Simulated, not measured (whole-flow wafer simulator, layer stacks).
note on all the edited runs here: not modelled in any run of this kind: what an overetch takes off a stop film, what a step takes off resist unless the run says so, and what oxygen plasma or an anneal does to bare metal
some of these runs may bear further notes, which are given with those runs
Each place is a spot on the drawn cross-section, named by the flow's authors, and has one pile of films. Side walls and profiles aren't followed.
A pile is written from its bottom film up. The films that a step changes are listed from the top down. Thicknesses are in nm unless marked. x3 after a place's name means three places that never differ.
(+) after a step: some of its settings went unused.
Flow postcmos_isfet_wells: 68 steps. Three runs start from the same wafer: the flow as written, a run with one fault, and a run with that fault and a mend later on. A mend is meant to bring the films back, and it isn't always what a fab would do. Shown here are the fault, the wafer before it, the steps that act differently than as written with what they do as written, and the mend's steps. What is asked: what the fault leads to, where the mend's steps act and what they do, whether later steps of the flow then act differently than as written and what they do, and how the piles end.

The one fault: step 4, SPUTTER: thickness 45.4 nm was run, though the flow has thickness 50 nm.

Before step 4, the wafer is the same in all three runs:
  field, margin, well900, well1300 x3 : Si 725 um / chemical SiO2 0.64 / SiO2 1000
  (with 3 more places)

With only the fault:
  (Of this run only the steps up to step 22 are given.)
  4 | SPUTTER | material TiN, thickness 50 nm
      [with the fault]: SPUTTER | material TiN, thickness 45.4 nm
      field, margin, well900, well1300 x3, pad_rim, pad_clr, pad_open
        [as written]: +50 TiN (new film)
        [with the fault]: +45.4 TiN (new film)
  Later steps of the flow acting differently than as written:
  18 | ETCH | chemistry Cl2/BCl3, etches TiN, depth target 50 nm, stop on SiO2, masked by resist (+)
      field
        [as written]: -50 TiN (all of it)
        [with the fault]: -45.4 TiN (all of it)
  Once step 22 is done, the piles at margin, well900, well1300 x3, pad_rim, pad_clr, pad_open depart from the flow's by more than 2% or 0.5 nm, whichever is larger.
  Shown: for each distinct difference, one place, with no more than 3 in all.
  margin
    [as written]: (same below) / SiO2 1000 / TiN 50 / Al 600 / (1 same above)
    [with the fault]: (same below) / SiO2 1000 / TiN 45.4 / Al 600 / (1 same above)

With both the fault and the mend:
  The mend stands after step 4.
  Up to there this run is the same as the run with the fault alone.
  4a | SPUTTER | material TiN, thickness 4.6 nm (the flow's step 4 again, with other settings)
      field, margin, well900, well1300 x3, pad_rim, pad_clr, pad_open
        +4.6 TiN
  Later steps of the flow that are run all act as written at every place that is followed.
  By the end, the piles equal the flow's at every place that both follow.
